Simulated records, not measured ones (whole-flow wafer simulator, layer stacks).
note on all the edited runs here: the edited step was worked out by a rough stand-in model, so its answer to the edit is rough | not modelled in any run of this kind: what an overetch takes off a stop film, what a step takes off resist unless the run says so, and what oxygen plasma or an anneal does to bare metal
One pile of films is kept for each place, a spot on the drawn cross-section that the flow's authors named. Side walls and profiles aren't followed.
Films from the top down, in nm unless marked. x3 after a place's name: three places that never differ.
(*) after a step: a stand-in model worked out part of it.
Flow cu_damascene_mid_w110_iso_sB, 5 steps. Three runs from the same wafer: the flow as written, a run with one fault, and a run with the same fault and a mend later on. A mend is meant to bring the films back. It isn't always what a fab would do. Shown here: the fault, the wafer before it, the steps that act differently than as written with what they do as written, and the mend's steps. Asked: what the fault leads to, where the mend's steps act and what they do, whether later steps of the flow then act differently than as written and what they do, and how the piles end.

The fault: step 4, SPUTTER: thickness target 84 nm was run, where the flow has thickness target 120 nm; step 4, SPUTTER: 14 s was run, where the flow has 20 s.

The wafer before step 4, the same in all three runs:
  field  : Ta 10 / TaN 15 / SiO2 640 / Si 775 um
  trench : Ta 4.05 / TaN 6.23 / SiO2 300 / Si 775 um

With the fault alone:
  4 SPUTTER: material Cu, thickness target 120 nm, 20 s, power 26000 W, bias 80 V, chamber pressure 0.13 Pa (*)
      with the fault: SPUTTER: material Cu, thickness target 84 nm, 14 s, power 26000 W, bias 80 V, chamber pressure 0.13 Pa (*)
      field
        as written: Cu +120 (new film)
        with the fault: Cu +84 (new film)
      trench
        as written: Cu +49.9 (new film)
        with the fault: Cu +34.9 (new film)
  Later steps of the flow that act differently than as written:
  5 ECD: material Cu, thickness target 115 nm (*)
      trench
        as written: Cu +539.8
        with the fault: Cu +518.8
  At the end the piles differ from the flow's by more than 2% or 0.5 nm, whichever is larger, at field, trench.
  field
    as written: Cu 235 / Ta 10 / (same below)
    with the fault: Cu 199 / Ta 10 / (same below)
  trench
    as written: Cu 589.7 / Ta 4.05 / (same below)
    with the fault: Cu 553.7 / Ta 4.05 / (same below)

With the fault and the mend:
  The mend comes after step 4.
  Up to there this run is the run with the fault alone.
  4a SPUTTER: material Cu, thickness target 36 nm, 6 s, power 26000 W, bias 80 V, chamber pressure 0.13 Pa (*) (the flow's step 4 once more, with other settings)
      field
        Cu +36
      trench
        Cu +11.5
  No later step of the flow acts differently than as written, at any place that is followed, by more than 2% or 0.5 nm, whichever is larger.
  At the end the piles are the same as the flow's at every place that both follow.
